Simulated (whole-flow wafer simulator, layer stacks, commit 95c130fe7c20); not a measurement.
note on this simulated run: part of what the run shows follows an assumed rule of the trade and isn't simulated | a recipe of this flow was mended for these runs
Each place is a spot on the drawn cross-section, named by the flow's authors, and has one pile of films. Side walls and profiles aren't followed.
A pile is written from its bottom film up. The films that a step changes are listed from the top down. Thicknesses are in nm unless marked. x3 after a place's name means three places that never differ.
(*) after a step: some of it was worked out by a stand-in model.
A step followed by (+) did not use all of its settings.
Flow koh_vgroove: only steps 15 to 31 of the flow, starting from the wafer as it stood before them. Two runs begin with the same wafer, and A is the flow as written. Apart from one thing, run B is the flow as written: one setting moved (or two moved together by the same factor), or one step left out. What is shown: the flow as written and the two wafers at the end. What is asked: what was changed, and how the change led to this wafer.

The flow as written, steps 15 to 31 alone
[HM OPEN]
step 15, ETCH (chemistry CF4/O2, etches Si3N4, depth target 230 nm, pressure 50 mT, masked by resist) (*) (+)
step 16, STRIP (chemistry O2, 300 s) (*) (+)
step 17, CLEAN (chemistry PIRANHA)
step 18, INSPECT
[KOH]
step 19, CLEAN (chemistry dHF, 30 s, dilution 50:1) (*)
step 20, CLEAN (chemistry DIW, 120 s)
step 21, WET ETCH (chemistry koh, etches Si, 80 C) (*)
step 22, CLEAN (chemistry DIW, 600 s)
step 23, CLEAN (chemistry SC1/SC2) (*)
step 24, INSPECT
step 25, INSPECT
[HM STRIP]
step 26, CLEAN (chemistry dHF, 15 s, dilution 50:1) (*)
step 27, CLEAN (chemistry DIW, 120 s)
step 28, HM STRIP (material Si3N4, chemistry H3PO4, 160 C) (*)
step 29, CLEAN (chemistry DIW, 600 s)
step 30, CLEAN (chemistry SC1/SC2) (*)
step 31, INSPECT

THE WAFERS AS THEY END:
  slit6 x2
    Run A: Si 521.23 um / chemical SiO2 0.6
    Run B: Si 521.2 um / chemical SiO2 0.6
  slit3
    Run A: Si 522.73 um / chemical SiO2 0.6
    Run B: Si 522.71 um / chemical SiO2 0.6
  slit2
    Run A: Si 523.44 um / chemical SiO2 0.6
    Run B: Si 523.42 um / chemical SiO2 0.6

Cause: step 15, ETCH: depth target 255 nm was run, while the flow as written has depth target 230 nm; step 16, STRIP: 334 s was run, where the flow has 300 s.

How this came from the change, step by step:
  step 15, ETCH (chemistry CF4/O2, etches Si3N4, depth target 230 nm, pressure 50 mT, masked by resist) (*) (+)
      slit3, slit2, slit6 x2: A Si3N4 loses 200 (all of it), chemical SiO2 loses 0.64 (all of it), Si loses 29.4 | B Si3N4 loses 200 (all of it), chemical SiO2 loses 0.64 (all of it), Si loses 54.4
      field: A i-line-resist loses 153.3 | B i-line-resist loses 170
